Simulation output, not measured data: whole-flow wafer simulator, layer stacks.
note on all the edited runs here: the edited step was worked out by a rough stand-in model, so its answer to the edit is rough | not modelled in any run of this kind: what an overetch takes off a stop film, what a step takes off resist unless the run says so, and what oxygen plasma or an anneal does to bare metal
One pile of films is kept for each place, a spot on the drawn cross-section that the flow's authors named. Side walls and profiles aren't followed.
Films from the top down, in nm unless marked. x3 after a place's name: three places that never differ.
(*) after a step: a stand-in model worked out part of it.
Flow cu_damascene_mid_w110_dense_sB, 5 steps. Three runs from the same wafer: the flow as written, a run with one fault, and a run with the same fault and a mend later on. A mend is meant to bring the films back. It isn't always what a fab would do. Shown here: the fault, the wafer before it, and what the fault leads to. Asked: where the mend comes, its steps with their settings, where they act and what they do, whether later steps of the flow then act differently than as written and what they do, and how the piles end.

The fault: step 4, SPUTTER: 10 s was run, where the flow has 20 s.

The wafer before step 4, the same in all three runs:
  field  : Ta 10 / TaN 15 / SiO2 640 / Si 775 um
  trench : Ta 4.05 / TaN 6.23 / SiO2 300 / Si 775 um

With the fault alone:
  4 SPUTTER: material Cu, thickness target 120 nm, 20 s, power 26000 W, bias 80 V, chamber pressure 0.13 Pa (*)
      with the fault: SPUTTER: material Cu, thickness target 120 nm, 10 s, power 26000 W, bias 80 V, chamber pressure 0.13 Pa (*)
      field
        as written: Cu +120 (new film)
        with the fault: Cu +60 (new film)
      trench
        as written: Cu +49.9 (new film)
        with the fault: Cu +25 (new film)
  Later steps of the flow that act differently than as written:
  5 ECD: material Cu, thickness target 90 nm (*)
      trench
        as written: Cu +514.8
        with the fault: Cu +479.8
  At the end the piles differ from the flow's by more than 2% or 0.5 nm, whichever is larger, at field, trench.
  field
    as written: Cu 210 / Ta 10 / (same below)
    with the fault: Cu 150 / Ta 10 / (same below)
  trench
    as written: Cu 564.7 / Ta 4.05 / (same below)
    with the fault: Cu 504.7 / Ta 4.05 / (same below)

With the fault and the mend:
  The mend comes after step 4.
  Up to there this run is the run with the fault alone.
  4a SPUTTER: material Cu, thickness target 120 nm, 10 s, power 26000 W, bias 80 V, chamber pressure 0.13 Pa (*) (the flow's step 4 once more, with other settings)
      field
        Cu +60
      trench
        Cu +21
  No later step of the flow acts differently than as written, at any place that is followed, by more than 2% or 0.5 nm, whichever is larger.
  At the end the piles are the same as the flow's at every place that both follow.
